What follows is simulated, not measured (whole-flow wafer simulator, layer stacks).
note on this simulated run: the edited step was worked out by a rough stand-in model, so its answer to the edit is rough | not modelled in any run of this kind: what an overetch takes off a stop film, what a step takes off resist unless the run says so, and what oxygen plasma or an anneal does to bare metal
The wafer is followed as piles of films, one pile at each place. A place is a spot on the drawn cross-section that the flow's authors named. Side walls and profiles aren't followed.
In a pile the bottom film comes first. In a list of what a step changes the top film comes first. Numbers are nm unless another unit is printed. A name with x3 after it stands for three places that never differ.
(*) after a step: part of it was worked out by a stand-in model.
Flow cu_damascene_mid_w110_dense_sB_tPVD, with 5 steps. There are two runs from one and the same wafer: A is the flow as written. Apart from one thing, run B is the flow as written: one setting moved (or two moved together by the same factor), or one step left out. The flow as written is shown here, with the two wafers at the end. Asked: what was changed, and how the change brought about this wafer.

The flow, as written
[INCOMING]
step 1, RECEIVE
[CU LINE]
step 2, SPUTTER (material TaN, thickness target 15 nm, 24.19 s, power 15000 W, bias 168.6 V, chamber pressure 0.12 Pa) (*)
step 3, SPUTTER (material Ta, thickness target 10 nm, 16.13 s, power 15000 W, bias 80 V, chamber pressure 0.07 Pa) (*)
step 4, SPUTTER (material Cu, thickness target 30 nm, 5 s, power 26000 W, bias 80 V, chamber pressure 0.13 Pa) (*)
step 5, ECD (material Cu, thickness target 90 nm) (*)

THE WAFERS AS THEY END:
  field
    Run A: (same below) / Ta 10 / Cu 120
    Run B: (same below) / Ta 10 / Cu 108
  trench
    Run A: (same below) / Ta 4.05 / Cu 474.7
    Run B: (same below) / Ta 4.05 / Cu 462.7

Cause: step 4, SPUTTER: thickness target 18 nm was run, whereas the flow has thickness target 30 nm.

How this came from the change, step by step:
  step 4, SPUTTER (material Cu, thickness target 30 nm, 5 s, power 26000 W, bias 80 V, chamber pressure 0.13 Pa) (*)
      field: A Cu gains 30 (new film) | B Cu gains 18 (new film)
      trench: A Cu gains 12.5 (new film) | B Cu gains 7.49 (new film)
